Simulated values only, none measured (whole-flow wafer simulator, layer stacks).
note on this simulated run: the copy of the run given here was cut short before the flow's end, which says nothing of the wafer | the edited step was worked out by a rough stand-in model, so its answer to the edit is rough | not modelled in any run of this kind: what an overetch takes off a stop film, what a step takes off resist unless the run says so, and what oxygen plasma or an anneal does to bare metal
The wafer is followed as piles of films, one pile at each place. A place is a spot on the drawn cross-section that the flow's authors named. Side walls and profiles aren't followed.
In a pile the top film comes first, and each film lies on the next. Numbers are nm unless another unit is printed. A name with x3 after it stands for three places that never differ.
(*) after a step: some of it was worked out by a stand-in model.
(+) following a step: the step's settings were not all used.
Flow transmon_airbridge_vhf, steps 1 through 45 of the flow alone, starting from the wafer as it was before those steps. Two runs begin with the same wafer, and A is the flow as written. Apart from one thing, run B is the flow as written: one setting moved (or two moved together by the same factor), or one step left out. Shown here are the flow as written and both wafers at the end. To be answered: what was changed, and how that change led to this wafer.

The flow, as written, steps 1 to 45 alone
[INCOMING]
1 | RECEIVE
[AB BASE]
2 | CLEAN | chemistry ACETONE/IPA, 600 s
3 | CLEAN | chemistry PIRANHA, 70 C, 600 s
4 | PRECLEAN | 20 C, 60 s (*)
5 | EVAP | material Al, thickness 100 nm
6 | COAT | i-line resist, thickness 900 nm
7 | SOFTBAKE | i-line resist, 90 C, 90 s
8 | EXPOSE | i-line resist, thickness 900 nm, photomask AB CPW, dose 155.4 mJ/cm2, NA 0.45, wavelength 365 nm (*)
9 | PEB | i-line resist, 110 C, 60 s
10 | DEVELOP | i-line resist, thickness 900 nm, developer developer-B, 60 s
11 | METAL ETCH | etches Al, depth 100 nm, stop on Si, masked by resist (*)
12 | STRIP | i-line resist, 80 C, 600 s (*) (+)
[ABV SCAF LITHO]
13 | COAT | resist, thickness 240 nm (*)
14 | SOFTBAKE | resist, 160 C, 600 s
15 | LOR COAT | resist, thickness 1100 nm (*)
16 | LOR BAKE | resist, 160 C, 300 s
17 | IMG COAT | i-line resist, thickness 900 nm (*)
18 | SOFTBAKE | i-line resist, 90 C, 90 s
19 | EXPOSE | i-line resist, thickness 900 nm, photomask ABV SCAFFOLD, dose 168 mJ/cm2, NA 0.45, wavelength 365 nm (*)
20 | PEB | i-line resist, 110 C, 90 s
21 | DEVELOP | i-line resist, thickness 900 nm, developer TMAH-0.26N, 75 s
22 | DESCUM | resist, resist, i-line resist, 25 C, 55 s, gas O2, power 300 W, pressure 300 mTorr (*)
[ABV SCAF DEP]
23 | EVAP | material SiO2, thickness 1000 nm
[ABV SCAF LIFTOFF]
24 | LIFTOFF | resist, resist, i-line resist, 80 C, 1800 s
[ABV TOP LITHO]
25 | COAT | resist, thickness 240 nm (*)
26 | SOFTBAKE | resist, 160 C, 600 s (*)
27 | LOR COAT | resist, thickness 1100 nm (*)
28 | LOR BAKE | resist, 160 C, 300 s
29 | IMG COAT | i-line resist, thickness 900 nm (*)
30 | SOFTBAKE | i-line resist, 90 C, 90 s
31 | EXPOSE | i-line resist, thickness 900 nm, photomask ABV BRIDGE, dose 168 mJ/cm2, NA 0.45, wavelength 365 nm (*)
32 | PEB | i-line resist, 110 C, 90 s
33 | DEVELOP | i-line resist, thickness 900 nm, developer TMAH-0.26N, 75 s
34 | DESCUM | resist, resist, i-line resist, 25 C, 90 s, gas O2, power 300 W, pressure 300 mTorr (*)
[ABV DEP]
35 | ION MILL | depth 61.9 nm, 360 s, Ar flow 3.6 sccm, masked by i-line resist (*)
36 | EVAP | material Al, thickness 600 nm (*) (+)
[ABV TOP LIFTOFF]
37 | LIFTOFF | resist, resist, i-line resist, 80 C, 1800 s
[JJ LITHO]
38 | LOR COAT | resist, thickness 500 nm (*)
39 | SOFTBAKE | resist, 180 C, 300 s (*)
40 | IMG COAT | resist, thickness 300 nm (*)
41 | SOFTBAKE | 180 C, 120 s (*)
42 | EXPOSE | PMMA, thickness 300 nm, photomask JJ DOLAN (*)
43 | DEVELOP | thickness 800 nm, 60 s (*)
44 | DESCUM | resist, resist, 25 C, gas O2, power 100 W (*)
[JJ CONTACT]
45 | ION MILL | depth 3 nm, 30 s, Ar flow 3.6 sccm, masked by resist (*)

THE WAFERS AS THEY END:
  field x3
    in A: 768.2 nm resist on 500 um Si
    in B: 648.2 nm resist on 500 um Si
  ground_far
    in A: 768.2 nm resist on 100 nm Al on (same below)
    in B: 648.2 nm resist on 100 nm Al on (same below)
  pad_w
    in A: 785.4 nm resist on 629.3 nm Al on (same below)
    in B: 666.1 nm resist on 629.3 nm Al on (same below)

The reason: step 40, IMG COAT: thickness 180 nm was run, while the flow as written has thickness 300 nm.

How this came from the change, step by step:
  40 | IMG COAT | resist, thickness 300 nm (*)
      field x3, jj_line, ground_far, trace_open_s x2: A +300 resist | B +180 resist
      pad_w, pad_e: A +300.1 resist | B +180.9 resist
      (and at 8 other places as well)
  43 | DEVELOP | thickness 800 nm, 60 s (*)
      jj_line: A -800 resist (all of it) | B -680 resist (all of it)
